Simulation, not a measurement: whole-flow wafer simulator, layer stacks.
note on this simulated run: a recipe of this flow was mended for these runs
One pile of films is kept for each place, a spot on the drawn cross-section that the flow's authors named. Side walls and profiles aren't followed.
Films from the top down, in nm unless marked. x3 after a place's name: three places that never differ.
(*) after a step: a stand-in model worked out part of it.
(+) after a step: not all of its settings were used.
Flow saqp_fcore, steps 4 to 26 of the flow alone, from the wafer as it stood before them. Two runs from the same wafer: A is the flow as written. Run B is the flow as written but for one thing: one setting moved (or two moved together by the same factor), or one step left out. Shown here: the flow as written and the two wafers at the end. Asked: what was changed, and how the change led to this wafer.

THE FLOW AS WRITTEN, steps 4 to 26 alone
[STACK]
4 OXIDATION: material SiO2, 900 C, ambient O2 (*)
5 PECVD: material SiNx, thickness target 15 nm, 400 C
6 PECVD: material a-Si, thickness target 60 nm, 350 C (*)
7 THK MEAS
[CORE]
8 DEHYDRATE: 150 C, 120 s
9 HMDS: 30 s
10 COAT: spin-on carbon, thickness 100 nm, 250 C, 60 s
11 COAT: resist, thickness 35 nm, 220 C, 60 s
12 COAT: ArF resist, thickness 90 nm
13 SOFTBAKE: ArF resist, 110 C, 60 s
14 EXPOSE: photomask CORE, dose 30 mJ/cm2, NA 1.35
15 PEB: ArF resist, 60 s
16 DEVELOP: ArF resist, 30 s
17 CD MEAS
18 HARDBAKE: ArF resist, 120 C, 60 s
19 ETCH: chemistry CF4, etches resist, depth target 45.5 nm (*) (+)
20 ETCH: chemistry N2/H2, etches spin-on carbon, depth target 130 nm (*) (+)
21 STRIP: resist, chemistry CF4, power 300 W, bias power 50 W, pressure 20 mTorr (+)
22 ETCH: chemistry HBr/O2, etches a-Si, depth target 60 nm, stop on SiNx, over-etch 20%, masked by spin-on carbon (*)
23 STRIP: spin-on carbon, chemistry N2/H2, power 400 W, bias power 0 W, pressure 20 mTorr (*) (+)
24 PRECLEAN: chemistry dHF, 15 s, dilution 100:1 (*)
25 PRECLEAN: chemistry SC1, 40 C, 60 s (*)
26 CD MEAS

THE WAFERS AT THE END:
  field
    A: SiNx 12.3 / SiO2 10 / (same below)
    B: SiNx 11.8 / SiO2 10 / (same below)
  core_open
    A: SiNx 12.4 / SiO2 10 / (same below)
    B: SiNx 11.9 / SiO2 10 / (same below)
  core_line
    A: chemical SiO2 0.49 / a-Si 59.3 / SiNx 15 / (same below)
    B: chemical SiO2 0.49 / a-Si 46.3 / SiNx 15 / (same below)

The cause: step 6, PECVD: thickness target 47 nm was run, where the flow has thickness target 60 nm.

How the change led to this, step by step:
  6 PECVD: material a-Si, thickness target 60 nm, 350 C (*)
      field, core_open, core_line: A a-Si +60 (new film) | B a-Si +47 (new film)
  22 ETCH: chemistry HBr/O2, etches a-Si, depth target 60 nm, stop on SiNx, over-etch 20%, masked by spin-on carbon (*)
      field: A a-Si -36.8 (all of it), SiNx -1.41 | B a-Si -23.8 (all of it), SiNx -1.93
      core_open: A a-Si -39.4 (all of it), SiNx -1.3 | B a-Si -26.4 (all of it), SiNx -1.82
      (and at 1 more place)
  23 STRIP: spin-on carbon, chemistry N2/H2, power 400 W, bias power 0 W, pressure 20 mTorr (*) (+)
      core_line: A spin-on carbon -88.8 (all of it) | B spin-on carbon -91.9 (all of it)
